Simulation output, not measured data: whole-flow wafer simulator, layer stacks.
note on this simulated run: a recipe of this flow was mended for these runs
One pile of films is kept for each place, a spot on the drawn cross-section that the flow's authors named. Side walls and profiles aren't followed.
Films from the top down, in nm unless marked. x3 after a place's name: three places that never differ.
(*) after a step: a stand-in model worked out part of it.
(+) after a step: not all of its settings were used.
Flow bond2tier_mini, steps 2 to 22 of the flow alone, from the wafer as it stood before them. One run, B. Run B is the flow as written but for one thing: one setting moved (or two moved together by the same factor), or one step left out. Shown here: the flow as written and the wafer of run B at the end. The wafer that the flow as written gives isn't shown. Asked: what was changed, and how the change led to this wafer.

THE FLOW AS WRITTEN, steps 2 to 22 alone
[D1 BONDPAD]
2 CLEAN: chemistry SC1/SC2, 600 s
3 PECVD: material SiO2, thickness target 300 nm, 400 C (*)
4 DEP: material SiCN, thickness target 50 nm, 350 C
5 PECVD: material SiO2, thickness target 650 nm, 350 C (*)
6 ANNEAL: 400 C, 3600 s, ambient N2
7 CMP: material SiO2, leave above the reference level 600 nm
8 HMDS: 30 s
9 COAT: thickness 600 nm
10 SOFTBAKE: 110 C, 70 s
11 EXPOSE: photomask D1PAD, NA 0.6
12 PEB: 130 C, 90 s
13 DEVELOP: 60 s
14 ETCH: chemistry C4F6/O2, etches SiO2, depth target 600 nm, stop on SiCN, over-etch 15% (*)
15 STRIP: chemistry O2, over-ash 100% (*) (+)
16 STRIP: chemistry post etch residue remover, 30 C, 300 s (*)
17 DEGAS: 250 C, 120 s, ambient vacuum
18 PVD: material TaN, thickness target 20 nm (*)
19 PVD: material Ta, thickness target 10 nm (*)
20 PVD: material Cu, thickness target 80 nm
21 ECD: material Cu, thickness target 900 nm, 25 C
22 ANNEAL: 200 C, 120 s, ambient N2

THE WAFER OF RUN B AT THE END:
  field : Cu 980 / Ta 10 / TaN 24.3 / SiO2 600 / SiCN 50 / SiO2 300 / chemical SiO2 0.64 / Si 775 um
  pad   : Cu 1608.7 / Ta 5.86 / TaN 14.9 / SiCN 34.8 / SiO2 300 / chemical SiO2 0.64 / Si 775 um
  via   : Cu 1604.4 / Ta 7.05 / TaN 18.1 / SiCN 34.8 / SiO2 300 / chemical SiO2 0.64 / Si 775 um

The cause: step 18, PVD: thickness target 24.3 nm was run, where the flow has thickness target 20 nm.
It can be read off the wafer: field has TaN 24.3, and step 18 as written asks for 20 nm.

How the change led to this, step by step:
  18 PVD: material TaN, thickness target 20 nm (*)
      field: TaN +24.3 (new film) (as written it would be: TaN +20 (new film))
      pad: TaN +14.9 (new film) (as written it would be: TaN +12.3 (new film))
      (and at 1 more place)
